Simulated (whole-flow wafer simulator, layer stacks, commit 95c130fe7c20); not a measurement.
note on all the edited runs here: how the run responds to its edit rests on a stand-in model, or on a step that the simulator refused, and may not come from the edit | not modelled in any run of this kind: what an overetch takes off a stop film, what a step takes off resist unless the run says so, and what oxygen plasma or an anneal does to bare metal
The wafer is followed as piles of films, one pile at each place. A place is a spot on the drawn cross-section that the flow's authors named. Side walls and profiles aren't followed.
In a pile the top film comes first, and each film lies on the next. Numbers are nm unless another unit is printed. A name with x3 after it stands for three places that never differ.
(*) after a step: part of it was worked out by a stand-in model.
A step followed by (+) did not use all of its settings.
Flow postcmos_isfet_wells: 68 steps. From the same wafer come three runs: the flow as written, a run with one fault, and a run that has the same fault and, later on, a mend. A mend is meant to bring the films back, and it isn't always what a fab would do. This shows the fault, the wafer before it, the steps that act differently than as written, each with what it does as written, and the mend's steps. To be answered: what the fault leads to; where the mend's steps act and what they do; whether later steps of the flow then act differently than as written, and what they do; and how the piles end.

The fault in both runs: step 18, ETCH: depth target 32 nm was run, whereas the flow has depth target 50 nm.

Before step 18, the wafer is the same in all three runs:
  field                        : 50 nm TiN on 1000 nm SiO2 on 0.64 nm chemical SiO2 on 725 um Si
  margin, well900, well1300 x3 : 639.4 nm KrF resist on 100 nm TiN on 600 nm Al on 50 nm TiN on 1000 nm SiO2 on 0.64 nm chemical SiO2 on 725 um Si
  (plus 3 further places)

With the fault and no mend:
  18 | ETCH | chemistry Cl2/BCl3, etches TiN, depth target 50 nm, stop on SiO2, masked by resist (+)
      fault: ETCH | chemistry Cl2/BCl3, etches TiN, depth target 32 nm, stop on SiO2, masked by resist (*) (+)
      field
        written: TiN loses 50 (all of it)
        fault: TiN loses 32
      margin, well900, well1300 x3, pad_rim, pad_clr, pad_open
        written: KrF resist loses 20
        fault: KrF resist loses 12.8
  Later steps of the flow acting differently than as written (2 more steps, not shown, differ only slightly: by at most 2% or 0.5 nm, whichever is larger):
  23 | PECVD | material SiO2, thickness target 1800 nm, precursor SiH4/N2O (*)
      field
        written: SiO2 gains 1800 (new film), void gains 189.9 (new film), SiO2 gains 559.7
        fault: SiO2 gains 1800 (new film), void gains 176.7 (new film), SiO2 gains 555.3 (new film)
  By the end, the piles at field depart from the flow's by more than 2% or 0.5 nm, whichever is larger.
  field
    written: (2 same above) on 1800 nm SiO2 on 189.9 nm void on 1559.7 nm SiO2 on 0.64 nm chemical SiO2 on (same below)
    fault: (2 same above) on 1800 nm SiO2 on 176.7 nm void on 555.3 nm SiO2 on 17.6 nm TiN on 1000 nm SiO2 on 0.64 nm chemical SiO2 on (same below)

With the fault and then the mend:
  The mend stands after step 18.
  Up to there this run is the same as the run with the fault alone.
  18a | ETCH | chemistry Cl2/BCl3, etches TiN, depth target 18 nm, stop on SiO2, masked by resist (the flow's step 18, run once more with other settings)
      margin, well900, well1300 x3, pad_rim, pad_clr, pad_open
        KrF resist loses 7.2
      field
        TiN loses 18 (all of it)
  Later steps of the flow that are run all act as written at every place that is followed.
  By the end, the piles equal the flow's at every place that both follow.
